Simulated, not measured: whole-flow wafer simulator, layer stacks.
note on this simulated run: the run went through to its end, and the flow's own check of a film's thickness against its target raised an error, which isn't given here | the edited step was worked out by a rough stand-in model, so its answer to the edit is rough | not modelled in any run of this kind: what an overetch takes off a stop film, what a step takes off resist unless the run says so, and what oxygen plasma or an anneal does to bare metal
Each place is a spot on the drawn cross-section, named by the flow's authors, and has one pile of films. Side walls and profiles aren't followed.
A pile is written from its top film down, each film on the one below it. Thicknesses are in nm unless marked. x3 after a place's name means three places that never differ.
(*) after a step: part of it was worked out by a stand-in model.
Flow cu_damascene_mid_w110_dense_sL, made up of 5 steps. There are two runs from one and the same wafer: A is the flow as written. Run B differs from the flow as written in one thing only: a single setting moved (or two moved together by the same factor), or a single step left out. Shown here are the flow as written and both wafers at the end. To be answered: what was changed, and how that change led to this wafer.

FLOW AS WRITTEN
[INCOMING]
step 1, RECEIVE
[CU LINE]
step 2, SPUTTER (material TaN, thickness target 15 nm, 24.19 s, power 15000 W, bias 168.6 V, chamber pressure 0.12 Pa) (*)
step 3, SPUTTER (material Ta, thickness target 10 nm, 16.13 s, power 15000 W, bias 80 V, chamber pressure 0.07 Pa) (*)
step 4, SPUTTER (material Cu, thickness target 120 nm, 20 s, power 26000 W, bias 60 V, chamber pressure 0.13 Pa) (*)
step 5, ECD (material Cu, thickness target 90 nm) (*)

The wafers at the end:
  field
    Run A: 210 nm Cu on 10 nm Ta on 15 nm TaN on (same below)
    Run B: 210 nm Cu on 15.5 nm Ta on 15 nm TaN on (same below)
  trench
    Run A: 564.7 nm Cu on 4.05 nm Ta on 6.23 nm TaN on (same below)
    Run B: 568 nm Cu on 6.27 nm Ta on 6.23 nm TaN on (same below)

The reason: step 3, SPUTTER: thickness target 15.5 nm was run, whereas the flow has thickness target 10 nm; step 3, SPUTTER: 25 s was run, where the flow has 16.13 s.
One can read it off the wafer: field has Ta 15.5, and step 3 as written asks for 10 nm.

How this came from the change, step by step:
  step 3, SPUTTER (material Ta, thickness target 10 nm, 16.13 s, power 15000 W, bias 80 V, chamber pressure 0.07 Pa) (*)
      field: A +10 Ta (new film) | B +15.5 Ta (new film)
      trench: A +4.05 Ta (new film) | B +6.27 Ta (new film)
